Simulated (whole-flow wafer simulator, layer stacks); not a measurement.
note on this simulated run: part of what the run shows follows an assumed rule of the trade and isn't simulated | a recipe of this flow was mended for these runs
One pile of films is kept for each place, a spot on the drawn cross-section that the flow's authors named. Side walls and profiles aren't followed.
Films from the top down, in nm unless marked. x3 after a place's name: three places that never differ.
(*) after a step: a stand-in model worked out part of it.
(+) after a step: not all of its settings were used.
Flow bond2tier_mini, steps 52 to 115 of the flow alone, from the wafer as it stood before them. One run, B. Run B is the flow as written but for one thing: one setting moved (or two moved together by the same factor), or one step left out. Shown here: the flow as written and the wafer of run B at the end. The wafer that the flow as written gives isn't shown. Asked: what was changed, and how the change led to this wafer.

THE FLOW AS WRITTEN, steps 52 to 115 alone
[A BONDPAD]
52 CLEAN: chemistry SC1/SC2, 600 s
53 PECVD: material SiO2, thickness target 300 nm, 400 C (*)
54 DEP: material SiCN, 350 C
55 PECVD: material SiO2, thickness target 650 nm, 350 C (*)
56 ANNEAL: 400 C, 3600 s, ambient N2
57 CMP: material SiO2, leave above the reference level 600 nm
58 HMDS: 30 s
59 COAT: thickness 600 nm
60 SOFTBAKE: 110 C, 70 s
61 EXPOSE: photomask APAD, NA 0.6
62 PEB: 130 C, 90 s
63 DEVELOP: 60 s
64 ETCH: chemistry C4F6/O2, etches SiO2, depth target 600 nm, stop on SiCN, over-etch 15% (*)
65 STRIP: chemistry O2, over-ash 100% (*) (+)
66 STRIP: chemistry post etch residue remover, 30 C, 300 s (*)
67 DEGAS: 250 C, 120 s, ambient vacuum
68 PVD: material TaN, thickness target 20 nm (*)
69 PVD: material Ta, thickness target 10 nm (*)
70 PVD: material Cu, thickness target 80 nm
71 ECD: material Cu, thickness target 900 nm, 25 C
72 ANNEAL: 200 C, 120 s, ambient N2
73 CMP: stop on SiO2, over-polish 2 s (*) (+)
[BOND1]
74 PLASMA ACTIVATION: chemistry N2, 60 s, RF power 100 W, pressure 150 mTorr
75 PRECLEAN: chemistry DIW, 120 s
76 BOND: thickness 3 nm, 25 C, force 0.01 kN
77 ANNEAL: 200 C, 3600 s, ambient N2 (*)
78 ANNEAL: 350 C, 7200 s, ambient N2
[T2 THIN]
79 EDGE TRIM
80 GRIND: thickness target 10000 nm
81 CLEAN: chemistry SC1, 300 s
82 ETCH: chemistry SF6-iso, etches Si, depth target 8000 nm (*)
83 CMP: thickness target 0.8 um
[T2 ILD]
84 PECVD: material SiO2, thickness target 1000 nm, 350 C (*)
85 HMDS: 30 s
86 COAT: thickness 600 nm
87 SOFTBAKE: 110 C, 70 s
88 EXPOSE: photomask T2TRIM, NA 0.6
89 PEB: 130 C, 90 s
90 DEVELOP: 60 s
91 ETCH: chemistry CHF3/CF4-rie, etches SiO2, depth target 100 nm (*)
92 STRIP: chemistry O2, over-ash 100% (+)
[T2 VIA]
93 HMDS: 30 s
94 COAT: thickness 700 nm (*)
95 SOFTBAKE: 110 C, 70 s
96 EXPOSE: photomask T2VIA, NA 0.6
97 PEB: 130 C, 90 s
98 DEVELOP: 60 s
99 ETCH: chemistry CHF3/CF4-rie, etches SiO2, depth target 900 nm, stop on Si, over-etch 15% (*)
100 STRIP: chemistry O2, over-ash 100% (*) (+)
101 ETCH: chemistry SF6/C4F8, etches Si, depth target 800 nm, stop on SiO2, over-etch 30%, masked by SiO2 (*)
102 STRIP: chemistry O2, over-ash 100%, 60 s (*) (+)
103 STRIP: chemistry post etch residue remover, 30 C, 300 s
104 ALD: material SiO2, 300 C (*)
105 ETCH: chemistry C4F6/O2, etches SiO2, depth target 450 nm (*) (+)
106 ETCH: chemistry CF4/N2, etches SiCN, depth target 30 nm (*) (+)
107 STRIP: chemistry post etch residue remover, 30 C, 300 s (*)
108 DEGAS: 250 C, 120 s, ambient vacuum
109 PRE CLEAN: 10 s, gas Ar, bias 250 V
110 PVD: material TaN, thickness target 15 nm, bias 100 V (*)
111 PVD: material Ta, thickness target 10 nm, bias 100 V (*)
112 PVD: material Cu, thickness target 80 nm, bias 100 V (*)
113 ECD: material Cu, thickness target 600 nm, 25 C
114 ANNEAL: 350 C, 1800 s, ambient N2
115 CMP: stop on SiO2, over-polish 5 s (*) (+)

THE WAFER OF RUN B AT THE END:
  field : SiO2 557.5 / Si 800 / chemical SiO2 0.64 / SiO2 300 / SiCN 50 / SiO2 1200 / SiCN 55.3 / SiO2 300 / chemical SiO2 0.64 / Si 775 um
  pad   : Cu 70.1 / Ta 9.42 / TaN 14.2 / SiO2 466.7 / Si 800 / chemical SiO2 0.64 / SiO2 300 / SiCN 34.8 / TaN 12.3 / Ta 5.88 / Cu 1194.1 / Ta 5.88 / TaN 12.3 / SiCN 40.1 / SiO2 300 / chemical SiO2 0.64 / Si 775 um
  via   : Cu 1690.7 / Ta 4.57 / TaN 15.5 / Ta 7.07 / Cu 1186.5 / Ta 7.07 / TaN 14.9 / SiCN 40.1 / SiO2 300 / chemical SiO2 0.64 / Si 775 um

The cause: step 54, DEP: 326 C was run, where the flow has 350 C.

How the change led to this, step by step:
  54 DEP: material SiCN, 350 C
      field, pad, via: SiCN +55.3 (new film) (as written it would be: SiCN +50 (new film))
